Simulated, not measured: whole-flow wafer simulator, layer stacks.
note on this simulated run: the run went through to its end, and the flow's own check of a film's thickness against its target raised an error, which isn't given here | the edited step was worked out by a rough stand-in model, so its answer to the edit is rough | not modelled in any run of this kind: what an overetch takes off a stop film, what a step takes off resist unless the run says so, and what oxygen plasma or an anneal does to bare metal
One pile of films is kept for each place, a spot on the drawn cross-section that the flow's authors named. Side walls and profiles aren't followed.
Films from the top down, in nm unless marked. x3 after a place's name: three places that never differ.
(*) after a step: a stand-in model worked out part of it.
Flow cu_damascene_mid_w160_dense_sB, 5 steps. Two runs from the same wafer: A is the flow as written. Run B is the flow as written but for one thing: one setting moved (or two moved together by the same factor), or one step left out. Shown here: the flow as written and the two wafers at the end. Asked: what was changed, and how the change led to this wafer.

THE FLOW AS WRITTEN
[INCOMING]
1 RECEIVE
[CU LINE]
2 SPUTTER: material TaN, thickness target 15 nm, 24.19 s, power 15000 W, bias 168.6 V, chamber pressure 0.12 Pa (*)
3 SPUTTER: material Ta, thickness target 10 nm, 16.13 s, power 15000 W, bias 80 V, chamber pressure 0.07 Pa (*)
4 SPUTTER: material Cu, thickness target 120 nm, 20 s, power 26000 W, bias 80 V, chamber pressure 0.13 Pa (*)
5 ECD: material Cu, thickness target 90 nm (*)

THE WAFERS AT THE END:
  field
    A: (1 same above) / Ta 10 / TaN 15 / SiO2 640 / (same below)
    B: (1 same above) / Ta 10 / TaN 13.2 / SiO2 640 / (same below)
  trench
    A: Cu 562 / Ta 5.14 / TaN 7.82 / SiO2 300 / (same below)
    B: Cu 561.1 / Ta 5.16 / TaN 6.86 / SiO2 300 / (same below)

The cause: step 2, SPUTTER: power 13160 W was run, where the flow has power 15000 W.

How the change led to this, step by step:
  2 SPUTTER: material TaN, thickness target 15 nm, 24.19 s, power 15000 W, bias 168.6 V, chamber pressure 0.12 Pa (*)
      field: A TaN +15 (new film) | B TaN +13.2 (new film)
      trench: A TaN +7.82 (new film) | B TaN +6.86 (new film)
